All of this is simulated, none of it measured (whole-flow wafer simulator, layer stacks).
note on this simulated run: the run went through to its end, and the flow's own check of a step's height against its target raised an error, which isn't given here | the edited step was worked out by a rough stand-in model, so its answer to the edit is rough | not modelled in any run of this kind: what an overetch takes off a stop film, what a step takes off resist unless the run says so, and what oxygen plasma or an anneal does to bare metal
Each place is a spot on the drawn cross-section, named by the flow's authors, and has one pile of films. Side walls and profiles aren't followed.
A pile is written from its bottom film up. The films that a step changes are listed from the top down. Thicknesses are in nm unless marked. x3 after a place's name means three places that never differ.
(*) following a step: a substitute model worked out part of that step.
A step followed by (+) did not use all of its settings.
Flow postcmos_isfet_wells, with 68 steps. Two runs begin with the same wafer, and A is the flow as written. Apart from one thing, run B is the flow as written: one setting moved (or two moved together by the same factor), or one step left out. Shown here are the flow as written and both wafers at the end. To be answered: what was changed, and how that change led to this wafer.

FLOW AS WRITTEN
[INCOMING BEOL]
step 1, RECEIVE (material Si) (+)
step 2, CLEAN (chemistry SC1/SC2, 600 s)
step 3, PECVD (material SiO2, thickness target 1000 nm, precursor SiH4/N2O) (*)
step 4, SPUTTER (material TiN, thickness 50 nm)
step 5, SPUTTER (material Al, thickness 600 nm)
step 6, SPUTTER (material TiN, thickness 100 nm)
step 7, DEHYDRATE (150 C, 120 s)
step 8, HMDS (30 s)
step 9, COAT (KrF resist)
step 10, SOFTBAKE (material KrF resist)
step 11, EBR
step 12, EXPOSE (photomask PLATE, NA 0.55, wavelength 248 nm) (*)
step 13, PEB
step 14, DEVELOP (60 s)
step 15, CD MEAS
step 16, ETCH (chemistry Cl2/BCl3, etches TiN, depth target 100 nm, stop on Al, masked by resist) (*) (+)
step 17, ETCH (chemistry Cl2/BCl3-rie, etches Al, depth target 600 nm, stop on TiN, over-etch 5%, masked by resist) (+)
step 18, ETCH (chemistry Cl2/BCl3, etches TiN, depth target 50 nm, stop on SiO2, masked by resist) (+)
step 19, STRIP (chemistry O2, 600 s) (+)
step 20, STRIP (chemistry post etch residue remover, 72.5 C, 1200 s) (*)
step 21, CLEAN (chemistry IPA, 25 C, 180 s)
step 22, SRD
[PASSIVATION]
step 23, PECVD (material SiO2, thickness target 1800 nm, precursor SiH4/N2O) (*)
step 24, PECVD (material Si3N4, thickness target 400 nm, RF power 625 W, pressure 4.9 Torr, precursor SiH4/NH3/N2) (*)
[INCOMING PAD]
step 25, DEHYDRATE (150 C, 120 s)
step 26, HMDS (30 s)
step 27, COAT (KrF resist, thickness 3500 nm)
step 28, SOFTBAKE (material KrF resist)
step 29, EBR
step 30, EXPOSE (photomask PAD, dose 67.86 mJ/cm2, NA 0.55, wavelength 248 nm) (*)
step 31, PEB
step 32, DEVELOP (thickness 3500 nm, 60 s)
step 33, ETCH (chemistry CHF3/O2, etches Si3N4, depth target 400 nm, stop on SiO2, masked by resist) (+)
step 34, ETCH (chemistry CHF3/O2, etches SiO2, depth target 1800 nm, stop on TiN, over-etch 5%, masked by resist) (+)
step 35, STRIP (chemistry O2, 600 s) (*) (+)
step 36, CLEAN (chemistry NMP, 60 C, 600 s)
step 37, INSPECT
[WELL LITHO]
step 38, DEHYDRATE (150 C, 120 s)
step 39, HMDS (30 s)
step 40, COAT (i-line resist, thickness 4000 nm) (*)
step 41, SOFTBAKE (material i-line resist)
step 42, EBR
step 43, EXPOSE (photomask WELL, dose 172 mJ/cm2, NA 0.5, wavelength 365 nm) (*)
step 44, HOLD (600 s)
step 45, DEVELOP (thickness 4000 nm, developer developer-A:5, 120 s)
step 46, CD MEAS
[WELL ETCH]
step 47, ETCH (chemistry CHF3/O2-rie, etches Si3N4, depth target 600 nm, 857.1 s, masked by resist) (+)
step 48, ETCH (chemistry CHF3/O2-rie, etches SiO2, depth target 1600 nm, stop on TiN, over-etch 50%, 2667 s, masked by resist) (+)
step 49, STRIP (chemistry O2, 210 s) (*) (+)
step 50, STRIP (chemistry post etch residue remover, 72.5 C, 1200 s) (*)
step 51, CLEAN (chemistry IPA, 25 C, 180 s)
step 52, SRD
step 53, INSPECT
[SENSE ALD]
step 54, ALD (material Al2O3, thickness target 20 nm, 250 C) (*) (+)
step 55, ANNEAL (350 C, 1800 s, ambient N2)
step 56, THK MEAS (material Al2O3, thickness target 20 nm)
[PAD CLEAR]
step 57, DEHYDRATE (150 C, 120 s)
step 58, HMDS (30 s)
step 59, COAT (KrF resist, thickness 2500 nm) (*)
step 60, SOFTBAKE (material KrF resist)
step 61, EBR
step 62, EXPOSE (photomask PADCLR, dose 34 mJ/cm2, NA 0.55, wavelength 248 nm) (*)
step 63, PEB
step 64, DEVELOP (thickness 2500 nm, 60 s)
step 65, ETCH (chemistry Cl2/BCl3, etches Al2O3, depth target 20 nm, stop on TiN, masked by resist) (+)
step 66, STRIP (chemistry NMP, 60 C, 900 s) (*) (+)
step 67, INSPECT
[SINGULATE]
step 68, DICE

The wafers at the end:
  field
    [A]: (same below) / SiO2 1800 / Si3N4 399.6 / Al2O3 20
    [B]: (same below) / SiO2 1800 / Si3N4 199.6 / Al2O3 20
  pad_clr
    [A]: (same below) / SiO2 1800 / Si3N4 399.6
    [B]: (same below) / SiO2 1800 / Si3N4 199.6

What caused this: step 24, PECVD: thickness target 200 nm was run, whereas the flow has thickness target 400 nm.

The path from the change to this, step by step:
  step 24, PECVD (material Si3N4, thickness target 400 nm, RF power 625 W, pressure 4.9 Torr, precursor SiH4/NH3/N2) (*)
      field, margin, well900, well1300 x3, pad_rim, pad_clr, pad_open: A +400 Si3N4 (new film) | B +200 Si3N4 (new film)
  step 33, ETCH (chemistry CHF3/O2, etches Si3N4, depth target 400 nm, stop on SiO2, masked by resist) (+)
      field, margin, well900, well1300 x3, pad_rim, pad_clr: A -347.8 KrF resist | B -260.9 KrF resist
      pad_open: A -400 Si3N4 (all of it) | B -200 Si3N4 (all of it)
  step 35, STRIP (chemistry O2, 600 s) (*) (+)
      field, margin, well900, well1300 x3, pad_rim, pad_clr: A -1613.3 KrF resist (all of it) | B -1700.3 KrF resist (all of it)
  step 41, SOFTBAKE (material i-line resist)
      pad_clr: A -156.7 i-line resist | B -136.8 i-line resist
      pad_open: A +115.3 i-line resist | B +106.4 i-line resist
  step 47, ETCH (chemistry CHF3/O2-rie, etches Si3N4, depth target 600 nm, 857.1 s, masked by resist) (+)
      well900, well1300 x3: A -400 Si3N4 (all of it), -200 SiO2 | B -200 Si3N4 (all of it), -400 SiO2
  step 48, ETCH (chemistry CHF3/O2-rie, etches SiO2, depth target 1600 nm, stop on TiN, over-etch 50%, 2667 s, masked by resist) (+)
      well900, well1300 x3: A -1600 SiO2 (all of it) | B -1400 SiO2 (all of it)
  step 49, STRIP (chemistry O2, 210 s) (*) (+)
      pad_clr: A -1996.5 i-line resist (all of it) | B -2078.9 i-line resist (all of it)
      pad_open: A -3816.3 i-line resist (all of it) | B -3735.7 i-line resist (all of it)
  step 59, COAT (KrF resist, thickness 2500 nm) (*)
      field: A +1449 KrF resist (new film) | B +1544.5 KrF resist (new film)
      margin: A +1448.9 KrF resist (new film) | B +1544.5 KrF resist (new film)
      (and at 2 other places as well)
  step 63, PEB
      field, margin: A -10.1 KrF resist | B -10.8 KrF resist
  step 64, DEVELOP (thickness 2500 nm, 60 s)
      pad_clr: A -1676 KrF resist (all of it) | B -1742.9 KrF resist (all of it)
  step 66, STRIP (chemistry NMP, 60 C, 900 s) (*) (+)
      field: A -1400.1 KrF resist (all of it) | B -1495 KrF resist (all of it)
      margin: A -1400.1 KrF resist (all of it) | B -1494.9 KrF resist (all of it)
      (and at 1 other place as well)
